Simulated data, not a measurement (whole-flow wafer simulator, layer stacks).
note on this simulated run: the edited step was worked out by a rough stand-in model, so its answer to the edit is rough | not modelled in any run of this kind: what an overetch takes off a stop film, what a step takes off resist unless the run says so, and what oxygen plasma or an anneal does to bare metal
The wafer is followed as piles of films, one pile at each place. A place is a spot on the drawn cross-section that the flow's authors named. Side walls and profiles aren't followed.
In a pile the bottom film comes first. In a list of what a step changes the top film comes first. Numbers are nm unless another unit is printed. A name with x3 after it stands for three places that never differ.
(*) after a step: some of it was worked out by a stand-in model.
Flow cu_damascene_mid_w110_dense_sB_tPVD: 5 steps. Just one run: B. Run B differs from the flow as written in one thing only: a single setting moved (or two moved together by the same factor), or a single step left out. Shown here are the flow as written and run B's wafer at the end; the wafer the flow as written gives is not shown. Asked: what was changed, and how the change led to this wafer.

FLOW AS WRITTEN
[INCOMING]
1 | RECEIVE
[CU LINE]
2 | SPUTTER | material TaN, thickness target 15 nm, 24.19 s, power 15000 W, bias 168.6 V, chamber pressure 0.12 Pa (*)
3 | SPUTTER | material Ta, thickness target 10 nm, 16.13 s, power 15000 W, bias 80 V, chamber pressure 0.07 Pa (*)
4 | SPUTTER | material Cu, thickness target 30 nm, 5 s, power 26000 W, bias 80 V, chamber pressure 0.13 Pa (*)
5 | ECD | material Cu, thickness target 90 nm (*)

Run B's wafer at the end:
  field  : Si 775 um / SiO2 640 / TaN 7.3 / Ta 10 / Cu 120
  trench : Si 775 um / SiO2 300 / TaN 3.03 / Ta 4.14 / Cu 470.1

Cause: step 2, SPUTTER: thickness target 7.3 nm was run, whereas the flow has thickness target 15 nm; step 2, SPUTTER: 11.71 s was run, where the flow has 24.19 s.
The wafer itself shows it: field has TaN 7.3, and step 2 as written asks for 15 nm.

How this came from the change, step by step:
  2 | SPUTTER | material TaN, thickness target 15 nm, 24.19 s, power 15000 W, bias 168.6 V, chamber pressure 0.12 Pa (*)
      field: TaN gains 7.3 (new film) (it would be, as written: TaN gains 15 (new film))
      trench: TaN gains 3.03 (new film) (it would be, as written: TaN gains 6.23 (new film))
